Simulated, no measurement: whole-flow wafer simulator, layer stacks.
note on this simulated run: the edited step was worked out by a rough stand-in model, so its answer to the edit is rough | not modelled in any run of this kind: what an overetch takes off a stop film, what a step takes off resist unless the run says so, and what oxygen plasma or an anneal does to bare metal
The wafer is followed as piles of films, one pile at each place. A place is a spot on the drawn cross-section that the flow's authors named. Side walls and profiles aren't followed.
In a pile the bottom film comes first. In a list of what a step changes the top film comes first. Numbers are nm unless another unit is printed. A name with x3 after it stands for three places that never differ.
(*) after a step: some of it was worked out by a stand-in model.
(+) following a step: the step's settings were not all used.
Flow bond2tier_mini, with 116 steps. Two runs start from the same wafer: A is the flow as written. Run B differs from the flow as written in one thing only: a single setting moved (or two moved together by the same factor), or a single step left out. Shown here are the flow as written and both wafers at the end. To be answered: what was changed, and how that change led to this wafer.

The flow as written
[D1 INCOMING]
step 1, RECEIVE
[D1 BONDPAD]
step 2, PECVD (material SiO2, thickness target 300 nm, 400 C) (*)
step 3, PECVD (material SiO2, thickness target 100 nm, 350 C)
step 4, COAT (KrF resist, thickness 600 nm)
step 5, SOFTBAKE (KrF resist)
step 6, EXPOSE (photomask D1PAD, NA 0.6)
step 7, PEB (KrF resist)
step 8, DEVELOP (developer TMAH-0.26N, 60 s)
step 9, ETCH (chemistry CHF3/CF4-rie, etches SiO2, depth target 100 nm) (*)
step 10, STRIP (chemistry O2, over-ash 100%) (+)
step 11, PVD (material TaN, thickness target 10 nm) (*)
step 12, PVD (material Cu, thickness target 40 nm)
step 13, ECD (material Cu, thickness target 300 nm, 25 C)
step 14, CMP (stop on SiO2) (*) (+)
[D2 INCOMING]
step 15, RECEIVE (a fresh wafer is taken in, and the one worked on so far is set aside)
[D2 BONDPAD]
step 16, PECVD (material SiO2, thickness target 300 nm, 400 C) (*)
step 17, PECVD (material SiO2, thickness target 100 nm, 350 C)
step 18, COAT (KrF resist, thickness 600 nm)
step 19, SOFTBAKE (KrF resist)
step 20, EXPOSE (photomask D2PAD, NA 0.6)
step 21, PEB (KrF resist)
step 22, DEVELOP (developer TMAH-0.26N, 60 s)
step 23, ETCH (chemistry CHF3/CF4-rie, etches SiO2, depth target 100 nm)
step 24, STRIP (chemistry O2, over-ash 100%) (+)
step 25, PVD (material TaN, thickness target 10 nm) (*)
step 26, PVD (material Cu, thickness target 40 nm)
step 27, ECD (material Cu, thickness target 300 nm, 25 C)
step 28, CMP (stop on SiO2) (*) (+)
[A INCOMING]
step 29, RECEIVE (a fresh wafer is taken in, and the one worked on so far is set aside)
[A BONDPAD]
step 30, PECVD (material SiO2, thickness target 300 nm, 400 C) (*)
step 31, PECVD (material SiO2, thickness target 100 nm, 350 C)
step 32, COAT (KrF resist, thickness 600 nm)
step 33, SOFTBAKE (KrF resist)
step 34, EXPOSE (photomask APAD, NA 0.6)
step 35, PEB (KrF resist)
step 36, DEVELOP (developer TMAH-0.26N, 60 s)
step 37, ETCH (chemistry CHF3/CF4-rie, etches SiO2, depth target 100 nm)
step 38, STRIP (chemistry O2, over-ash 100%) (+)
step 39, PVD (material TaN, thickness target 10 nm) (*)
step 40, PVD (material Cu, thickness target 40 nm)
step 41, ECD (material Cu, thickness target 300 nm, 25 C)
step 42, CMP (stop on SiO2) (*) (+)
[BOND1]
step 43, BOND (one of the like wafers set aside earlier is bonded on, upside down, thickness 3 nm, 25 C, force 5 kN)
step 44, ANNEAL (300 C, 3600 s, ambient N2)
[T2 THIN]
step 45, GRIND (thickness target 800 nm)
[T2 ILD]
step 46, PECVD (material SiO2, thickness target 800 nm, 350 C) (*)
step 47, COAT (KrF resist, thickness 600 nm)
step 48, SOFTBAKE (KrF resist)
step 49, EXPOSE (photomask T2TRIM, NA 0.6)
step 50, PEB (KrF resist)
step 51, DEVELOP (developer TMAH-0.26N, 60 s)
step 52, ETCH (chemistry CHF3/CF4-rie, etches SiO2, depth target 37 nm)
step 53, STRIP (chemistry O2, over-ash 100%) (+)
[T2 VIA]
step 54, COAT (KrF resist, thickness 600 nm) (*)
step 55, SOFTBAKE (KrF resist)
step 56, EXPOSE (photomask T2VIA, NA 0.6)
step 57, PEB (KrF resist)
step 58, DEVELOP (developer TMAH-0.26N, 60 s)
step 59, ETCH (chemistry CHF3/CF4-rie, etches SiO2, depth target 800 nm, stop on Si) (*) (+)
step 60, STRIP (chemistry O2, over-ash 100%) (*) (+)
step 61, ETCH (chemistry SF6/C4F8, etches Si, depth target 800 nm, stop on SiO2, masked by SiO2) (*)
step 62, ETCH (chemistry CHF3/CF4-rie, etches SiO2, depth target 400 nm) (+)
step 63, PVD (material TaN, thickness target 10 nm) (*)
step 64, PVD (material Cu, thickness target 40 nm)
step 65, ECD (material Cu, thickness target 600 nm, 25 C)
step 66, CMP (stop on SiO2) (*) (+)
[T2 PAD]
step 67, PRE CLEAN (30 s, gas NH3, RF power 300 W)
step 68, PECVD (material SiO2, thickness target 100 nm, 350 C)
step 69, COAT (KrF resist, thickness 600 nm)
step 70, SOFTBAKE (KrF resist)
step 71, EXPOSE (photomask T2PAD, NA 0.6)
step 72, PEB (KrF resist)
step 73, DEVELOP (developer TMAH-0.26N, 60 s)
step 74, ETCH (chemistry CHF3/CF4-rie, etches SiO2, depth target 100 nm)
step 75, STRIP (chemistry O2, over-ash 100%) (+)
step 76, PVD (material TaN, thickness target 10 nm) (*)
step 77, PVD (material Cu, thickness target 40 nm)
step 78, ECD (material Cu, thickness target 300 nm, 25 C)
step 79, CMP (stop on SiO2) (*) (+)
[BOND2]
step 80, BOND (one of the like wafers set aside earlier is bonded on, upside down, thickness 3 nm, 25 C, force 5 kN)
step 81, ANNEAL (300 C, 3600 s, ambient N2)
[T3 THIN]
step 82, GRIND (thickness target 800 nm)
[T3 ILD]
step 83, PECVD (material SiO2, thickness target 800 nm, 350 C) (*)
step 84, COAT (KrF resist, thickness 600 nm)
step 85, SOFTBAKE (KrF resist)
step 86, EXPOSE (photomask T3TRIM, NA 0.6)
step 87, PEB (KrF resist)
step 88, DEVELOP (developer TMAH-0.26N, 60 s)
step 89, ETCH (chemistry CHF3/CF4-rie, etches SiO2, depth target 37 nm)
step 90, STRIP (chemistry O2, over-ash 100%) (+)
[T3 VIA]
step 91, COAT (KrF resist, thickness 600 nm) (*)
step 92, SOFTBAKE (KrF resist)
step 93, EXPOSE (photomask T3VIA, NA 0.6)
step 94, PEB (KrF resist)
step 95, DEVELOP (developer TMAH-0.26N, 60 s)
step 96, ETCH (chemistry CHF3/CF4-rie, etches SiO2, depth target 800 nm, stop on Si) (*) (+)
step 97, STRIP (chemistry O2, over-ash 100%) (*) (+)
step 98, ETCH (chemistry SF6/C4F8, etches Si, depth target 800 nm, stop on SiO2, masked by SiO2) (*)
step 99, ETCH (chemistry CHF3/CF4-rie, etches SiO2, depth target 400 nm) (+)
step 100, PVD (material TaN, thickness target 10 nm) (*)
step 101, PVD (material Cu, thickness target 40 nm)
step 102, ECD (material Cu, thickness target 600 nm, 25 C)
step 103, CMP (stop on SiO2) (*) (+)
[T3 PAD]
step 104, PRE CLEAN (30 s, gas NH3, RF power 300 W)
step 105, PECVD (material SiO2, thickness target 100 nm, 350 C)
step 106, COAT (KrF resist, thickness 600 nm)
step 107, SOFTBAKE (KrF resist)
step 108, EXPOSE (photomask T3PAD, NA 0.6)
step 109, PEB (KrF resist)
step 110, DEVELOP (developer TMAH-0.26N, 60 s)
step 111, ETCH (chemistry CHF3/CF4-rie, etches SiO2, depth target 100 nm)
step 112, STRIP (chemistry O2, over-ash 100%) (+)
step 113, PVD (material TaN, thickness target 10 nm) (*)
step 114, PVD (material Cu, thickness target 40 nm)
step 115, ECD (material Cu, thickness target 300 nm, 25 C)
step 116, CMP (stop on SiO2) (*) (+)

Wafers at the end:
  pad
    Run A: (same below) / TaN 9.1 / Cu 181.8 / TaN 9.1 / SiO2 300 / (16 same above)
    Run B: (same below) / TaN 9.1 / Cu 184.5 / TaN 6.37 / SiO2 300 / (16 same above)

The reason: step 11, PVD: thickness target 7 nm was run, whereas the flow has thickness target 10 nm.

The path from the change to this, step by step:
  step 11, PVD (material TaN, thickness target 10 nm) (*)
      field: A TaN gains 10 (new film) | B TaN gains 7 (new film)
      pad: A TaN gains 9.1 (new film) | B TaN gains 6.37 (new film)
      (also at 1 further place)
  step 14, CMP (stop on SiO2) (*) (+)
      field: A Cu loses 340 (all of it), TaN loses 10 (all of it) | B Cu loses 340 (all of it), TaN loses 7 (all of it)
  step 43, BOND (one of the like wafers set aside earlier is bonded on, upside down, thickness 3 nm, 25 C, force 5 kN)
      pad: A Si gains 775 um (new film), chemical SiO2 gains 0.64 (new film), SiO2 gains 300 (new film), TaN gains 9.1 (new film), Cu gains 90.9 | B Si gains 775 um (new film), chemical SiO2 gains 0.64 (new film), SiO2 gains 300 (new film), TaN gains 6.37 (new film), Cu gains 93.6
      via: A Si gains 775 um (new film), chemical SiO2 gains 0.64 (new film), SiO2 gains 300 (new film), TaN gains 9.97 (new film), Cu gains 90 | B Si gains 775 um (new film), chemical SiO2 gains 0.64 (new film), SiO2 gains 300 (new film), TaN gains 6.98 (new film), Cu gains 93
